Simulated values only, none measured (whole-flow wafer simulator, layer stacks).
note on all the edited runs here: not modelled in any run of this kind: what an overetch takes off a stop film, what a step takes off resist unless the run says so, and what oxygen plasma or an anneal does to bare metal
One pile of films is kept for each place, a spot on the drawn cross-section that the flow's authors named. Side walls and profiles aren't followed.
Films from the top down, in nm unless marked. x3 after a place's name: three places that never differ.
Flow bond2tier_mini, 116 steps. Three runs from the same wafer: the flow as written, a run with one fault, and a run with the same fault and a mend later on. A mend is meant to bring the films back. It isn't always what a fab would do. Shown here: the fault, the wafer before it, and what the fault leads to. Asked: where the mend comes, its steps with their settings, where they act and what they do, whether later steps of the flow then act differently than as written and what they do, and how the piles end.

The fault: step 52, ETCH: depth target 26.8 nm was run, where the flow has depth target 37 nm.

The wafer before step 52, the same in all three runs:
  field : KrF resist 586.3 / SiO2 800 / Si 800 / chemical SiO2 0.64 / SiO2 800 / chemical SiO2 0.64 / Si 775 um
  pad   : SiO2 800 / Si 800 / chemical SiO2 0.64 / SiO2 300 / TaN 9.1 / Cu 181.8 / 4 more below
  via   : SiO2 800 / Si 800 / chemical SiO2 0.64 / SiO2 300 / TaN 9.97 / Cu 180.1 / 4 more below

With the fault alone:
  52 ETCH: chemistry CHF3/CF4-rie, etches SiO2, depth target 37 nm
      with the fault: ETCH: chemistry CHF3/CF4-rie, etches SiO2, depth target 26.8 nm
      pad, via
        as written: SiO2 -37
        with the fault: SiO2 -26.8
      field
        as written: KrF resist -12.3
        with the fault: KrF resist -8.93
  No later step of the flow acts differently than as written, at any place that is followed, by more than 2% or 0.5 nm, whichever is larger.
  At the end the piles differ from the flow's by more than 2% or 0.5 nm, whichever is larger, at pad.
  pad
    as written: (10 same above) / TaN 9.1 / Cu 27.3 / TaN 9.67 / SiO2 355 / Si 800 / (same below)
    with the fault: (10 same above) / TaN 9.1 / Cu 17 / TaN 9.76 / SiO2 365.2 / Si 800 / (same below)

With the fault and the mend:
  The mend comes after step 52.
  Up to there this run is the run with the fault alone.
  52a ETCH: chemistry CHF3/CF4-rie, etches SiO2, depth target 10.2 nm (the flow's step 52 once more, with other settings)
      pad, via
        SiO2 -10.2
      field
        KrF resist -3.4
  No later step of the flow acts differently than as written at any place that is followed.
  At the end the piles are the same as the flow's at every place that both follow.
